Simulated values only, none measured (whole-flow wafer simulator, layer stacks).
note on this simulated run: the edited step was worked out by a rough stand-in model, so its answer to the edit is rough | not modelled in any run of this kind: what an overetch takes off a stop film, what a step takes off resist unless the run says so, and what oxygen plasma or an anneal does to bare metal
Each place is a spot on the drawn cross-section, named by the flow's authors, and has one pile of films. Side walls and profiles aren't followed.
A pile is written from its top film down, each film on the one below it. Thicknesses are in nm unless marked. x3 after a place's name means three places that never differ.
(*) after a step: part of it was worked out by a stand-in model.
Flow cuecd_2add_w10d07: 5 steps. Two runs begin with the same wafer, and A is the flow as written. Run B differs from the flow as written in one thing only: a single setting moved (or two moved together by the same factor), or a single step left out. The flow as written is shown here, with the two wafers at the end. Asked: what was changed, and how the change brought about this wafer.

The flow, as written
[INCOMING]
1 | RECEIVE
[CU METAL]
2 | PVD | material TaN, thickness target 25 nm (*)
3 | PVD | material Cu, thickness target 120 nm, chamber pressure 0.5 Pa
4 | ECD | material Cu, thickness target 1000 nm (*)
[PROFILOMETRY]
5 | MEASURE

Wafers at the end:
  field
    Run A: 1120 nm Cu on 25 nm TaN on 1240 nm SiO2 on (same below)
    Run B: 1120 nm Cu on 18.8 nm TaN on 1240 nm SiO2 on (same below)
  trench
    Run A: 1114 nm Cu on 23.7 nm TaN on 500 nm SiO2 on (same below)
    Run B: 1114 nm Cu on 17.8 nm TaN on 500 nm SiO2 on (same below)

The reason: step 2, PVD: thickness target 18.8 nm was run, though the flow has thickness target 25 nm.
The wafer itself shows it: field has TaN 18.8, and step 2 as written asks for 25 nm.

How this came from the change, step by step:
  2 | PVD | material TaN, thickness target 25 nm (*)
      field: A TaN gains 25 (new film) | B TaN gains 18.8 (new film)
      trench: A TaN gains 23.7 (new film) | B TaN gains 17.8 (new film)
